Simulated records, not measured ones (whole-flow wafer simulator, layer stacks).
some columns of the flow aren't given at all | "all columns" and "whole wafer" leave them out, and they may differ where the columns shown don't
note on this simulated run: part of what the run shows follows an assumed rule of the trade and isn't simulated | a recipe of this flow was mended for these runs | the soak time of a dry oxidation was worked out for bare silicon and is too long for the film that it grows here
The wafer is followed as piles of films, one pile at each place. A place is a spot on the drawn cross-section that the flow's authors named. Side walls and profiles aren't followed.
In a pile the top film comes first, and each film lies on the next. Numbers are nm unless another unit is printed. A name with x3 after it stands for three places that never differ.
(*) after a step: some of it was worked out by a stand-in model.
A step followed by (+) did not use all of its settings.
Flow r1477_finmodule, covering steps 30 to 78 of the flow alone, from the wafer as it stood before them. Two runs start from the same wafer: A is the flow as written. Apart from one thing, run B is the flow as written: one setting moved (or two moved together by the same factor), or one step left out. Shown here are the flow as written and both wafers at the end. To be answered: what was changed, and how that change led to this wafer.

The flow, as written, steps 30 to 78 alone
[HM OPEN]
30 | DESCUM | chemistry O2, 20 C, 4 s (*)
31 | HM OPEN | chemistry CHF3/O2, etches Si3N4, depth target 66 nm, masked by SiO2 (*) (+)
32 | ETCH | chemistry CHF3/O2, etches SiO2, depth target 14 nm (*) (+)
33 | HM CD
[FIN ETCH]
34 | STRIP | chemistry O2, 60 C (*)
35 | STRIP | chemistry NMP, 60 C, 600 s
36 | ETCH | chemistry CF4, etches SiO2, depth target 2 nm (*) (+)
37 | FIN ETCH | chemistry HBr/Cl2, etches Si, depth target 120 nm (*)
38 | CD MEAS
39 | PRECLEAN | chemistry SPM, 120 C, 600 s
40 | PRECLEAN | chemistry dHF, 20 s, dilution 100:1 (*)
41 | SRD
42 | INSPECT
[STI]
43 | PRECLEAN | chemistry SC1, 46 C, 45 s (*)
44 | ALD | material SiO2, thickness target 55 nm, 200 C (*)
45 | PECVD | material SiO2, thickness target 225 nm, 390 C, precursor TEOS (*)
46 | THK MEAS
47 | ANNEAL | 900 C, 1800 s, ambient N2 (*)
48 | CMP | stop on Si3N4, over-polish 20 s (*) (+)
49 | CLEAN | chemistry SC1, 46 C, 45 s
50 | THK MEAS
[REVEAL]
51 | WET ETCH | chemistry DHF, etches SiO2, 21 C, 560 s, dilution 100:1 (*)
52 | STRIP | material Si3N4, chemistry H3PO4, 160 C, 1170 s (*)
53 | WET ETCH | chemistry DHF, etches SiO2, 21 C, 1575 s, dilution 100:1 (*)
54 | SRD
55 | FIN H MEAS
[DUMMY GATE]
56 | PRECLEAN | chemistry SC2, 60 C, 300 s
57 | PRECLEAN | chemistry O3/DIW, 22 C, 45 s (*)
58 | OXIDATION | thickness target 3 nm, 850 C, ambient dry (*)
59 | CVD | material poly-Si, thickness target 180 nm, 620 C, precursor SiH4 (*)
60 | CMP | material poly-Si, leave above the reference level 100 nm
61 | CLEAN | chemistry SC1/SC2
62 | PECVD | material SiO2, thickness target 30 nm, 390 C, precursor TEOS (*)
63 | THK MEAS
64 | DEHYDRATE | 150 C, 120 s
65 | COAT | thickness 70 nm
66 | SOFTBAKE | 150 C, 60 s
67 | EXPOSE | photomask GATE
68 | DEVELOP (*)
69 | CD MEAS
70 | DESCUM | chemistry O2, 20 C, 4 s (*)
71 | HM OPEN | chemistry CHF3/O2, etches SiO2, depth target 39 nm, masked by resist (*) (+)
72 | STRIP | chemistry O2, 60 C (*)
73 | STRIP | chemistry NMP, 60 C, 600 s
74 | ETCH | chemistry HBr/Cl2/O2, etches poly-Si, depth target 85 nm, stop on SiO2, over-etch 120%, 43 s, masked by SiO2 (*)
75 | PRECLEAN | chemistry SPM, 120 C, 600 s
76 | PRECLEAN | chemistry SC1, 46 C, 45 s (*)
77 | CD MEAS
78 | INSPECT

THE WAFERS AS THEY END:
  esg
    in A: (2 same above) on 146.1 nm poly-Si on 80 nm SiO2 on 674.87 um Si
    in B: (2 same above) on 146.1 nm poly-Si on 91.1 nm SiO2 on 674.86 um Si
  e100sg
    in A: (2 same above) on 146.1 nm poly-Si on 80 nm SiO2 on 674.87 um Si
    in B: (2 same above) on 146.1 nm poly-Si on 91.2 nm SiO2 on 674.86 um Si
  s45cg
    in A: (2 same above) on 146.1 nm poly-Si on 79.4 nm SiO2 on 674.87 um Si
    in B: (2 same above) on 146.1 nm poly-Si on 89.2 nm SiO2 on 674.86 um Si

The reason: step 31, HM OPEN: depth target 95.7 nm was run, though the flow has depth target 66 nm.

Step by step, how the change led to this:
  31 | HM OPEN | chemistry CHF3/O2, etches Si3N4, depth target 66 nm, masked by SiO2 (*) (+)
      pad, padg, esg and 13 more: A -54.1 Si3N4 (all of it), -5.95 SiO2 | B -54.1 Si3N4 (all of it), -10 SiO2 (all of it), -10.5 Si
      s40cg, s45cg, s50cg, s40co, s45co, s50co: A -60 Si3N4 (all of it), -3 SiO2 | B -60 Si3N4 (all of it), -10 SiO2 (all of it), -8.57 Si
      (also at 14 further places)
  32 | ETCH | chemistry CHF3/O2, etches SiO2, depth target 14 nm (*) (+)
      pad, padg: A -4.05 SiO2 (all of it), -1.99 Si | B -2.8 Si
      esg, eso: A -4.05 SiO2 (all of it), -1.99 Si | B -2.38 Si
      (also at 18 further places)
  34 | STRIP | chemistry O2, 60 C (*)
      elg, e40lg, e100lg, e200lg, elo, e40lo, e100lo, e200lo: A -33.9 e-beam-resist (all of it) | B -4.19 e-beam-resist (all of it)
  44 | ALD | material SiO2, thickness target 55 nm, 200 C (*)
      esg, eso: A +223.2 SiO2 (new film) | B +234.3 SiO2 (new film)
      e40sg, e40so: A +223.2 SiO2 (new film) | B +234.1 SiO2 (new film)
      (also at 4 further places)
  48 | CMP | stop on Si3N4, over-polish 20 s (*) (+)
      s40cg, s40sg, s45cg and 9 more: A -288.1 SiO2 | B -273.3 SiO2
      s40sg_line, s45sg_line, s50sg_line, s40so_line, s45so_line, s50so_line: A -287 SiO2 (all of it), -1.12 Si3N4 | B -272.1 SiO2 (all of it), -1.12 Si3N4
      (also at 2 further places)
